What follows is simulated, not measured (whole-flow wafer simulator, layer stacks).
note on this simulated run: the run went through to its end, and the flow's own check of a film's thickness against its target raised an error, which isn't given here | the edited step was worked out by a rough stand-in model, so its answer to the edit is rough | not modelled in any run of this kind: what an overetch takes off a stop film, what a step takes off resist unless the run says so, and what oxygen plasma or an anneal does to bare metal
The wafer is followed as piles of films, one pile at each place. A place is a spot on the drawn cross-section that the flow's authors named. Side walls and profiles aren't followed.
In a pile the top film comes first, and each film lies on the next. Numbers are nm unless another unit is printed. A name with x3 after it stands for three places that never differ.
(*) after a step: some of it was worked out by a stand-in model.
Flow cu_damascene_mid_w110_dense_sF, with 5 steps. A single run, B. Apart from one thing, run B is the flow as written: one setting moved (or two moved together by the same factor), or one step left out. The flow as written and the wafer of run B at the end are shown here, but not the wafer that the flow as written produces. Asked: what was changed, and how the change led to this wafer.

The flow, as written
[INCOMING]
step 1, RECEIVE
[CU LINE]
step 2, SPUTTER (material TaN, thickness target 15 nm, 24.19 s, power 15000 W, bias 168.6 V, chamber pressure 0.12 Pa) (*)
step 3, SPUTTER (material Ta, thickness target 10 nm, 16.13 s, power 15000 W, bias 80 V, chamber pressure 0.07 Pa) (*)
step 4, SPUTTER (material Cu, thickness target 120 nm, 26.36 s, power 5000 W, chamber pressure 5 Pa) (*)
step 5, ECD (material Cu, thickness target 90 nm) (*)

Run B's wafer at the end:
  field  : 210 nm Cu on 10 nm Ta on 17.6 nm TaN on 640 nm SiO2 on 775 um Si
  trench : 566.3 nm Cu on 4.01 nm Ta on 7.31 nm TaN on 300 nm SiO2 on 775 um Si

Cause: step 2, SPUTTER: thickness target 17.6 nm was run, while the flow as written has thickness target 15 nm; step 2, SPUTTER: 28.42 s was run, where the flow has 24.19 s.
One can read it off the wafer: field has TaN 17.6, and step 2 as written asks for 15 nm.

The path from the change to this, step by step:
  step 2, SPUTTER (material TaN, thickness target 15 nm, 24.19 s, power 15000 W, bias 168.6 V, chamber pressure 0.12 Pa) (*)
      field: TaN gains 17.6 (new film) (in the flow as written it would be: TaN gains 15 (new film))
      trench: TaN gains 7.31 (new film) (in the flow as written it would be: TaN gains 6.23 (new film))
